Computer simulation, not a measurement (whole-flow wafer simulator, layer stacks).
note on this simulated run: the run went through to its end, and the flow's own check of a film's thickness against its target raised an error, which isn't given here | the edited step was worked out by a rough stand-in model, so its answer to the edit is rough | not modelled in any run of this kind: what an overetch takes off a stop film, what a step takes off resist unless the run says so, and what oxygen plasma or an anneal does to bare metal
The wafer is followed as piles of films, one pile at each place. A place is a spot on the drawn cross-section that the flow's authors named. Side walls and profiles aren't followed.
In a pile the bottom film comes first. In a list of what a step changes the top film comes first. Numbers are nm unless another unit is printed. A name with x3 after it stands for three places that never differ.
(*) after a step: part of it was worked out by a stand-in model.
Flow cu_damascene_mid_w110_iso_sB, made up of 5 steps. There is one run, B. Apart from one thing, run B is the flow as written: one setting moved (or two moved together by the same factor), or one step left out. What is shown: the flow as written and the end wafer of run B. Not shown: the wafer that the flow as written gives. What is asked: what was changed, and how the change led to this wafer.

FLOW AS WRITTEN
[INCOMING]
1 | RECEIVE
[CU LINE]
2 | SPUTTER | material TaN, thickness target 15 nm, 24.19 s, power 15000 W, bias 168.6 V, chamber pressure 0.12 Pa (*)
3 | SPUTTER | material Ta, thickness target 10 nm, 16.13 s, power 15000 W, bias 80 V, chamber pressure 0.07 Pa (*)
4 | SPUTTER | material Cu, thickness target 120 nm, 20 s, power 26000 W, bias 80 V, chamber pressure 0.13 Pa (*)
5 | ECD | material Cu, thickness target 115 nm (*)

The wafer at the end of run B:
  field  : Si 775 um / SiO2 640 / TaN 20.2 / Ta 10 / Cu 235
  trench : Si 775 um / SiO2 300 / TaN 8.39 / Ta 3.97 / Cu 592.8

What caused this: step 2, SPUTTER: thickness target 20.2 nm was run, while the flow as written has thickness target 15 nm; step 2, SPUTTER: 32.66 s was run, where the flow has 24.19 s.
The wafer itself shows it: field has TaN 20.2, and step 2 as written asks for 15 nm.

The path from the change to this, step by step:
  2 | SPUTTER | material TaN, thickness target 15 nm, 24.19 s, power 15000 W, bias 168.6 V, chamber pressure 0.12 Pa (*)
      field: +20.2 TaN (new film) (it would be, as written: +15 TaN (new film))
      trench: +8.39 TaN (new film) (it would be, as written: +6.23 TaN (new film))
